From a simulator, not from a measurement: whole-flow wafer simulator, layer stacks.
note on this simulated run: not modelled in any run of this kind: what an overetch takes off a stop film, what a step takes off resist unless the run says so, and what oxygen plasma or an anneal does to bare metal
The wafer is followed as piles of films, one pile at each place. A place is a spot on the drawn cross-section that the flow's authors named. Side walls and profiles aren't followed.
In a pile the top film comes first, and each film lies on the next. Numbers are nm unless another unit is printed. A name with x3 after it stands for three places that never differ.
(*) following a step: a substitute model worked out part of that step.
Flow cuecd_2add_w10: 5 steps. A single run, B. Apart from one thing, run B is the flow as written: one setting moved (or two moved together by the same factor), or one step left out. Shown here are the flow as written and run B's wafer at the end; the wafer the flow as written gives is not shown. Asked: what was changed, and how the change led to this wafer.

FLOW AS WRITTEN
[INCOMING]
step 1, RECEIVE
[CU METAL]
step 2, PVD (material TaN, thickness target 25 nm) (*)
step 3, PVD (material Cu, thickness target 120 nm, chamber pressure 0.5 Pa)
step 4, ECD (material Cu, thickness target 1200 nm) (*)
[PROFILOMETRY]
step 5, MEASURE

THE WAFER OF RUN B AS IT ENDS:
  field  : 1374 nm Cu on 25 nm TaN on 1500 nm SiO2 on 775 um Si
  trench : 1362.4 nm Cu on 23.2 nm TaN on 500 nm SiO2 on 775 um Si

Cause: step 3, PVD: thickness target 174 nm was run, whereas the flow has thickness target 120 nm.

How this came from the change, step by step:
  step 3, PVD (material Cu, thickness target 120 nm, chamber pressure 0.5 Pa)
      field: +174 Cu (new film) (as written it would have been: +120 Cu (new film))
      trench: +162.4 Cu (new film) (as written it would have been: +111.8 Cu (new film))
